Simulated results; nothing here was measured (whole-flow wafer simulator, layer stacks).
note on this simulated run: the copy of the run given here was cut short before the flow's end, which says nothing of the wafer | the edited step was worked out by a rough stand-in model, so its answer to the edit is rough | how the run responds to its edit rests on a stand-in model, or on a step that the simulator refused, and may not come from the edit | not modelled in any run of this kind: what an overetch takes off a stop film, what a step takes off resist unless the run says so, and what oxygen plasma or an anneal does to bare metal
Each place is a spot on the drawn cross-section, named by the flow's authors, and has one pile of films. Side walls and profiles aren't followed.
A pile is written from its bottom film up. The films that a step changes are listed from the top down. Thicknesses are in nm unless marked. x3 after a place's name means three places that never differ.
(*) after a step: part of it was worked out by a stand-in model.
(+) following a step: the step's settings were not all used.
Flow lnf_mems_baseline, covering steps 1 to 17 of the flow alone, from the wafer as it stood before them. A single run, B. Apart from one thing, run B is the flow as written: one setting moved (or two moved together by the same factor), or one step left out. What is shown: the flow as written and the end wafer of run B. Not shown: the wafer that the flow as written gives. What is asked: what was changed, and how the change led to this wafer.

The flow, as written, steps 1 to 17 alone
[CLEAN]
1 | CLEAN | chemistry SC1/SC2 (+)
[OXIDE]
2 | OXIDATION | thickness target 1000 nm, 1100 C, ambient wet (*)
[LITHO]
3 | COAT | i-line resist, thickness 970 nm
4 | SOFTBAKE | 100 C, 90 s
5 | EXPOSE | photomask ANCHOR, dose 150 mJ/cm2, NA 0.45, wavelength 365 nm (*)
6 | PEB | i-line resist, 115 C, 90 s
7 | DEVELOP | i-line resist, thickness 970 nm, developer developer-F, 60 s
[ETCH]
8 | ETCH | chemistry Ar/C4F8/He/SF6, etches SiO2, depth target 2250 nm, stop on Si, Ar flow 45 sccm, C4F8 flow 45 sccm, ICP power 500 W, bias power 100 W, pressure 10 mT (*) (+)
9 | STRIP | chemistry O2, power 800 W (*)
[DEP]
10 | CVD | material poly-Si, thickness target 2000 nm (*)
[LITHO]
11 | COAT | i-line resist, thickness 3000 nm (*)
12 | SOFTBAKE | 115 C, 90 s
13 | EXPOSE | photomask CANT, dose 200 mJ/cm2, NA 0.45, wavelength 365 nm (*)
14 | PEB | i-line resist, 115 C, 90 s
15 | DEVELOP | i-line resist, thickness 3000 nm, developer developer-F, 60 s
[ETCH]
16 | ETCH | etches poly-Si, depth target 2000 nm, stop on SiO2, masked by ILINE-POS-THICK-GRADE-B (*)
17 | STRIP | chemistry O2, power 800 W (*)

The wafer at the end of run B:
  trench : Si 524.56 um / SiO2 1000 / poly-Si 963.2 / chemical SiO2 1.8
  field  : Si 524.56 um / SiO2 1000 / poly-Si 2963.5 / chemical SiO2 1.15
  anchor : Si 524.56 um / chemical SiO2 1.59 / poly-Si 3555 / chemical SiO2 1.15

Cause: step 10, CVD: thickness target 2964 nm was run, while the flow as written has thickness target 2000 nm.

Step by step, how the change led to this:
  10 | CVD | material poly-Si, thickness target 2000 nm (*)
      field, beam, trench, char_slit: +2964 poly-Si (new film) (in the flow as written it would be: +2000 poly-Si (new film))
      anchor: +3555.5 poly-Si (new film) (in the flow as written it would be: +2322 poly-Si (new film))
  11 | COAT | i-line resist, thickness 3000 nm (*)
      anchor: +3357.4 i-line resist (new film) (in the flow as written it would be: +3611.6 i-line resist (new film))
  12 | SOFTBAKE | 115 C, 90 s
      field: -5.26 i-line resist (in the flow as written it would be: -6.66 i-line resist)
      anchor: +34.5 i-line resist (in the flow as written it would be: +45.4 i-line resist)
      (also at 2 further places)
  14 | PEB | i-line resist, 115 C, 90 s
      anchor: -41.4 i-line resist (in the flow as written it would be: -46.1 i-line resist)
  16 | ETCH | etches poly-Si, depth target 2000 nm, stop on SiO2, masked by ILINE-POS-THICK-GRADE-B (*)
      trench, char_slit: -2000 poly-Si (in the flow as written it would be: -2000 poly-Si (all of it))
  17 | STRIP | chemistry O2, power 800 W (*)
      trench, char_slit: +1.8 chemical SiO2 (new film), -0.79 poly-Si (in the flow as written it would be: nothing)
      anchor: +1.15 chemical SiO2 (new film), -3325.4 i-line resist (all of it), -0.51 poly-Si (in the flow as written it would be: +1.17 chemical SiO2 (new film), -3585.8 i-line resist (all of it), -0.52 poly-Si)
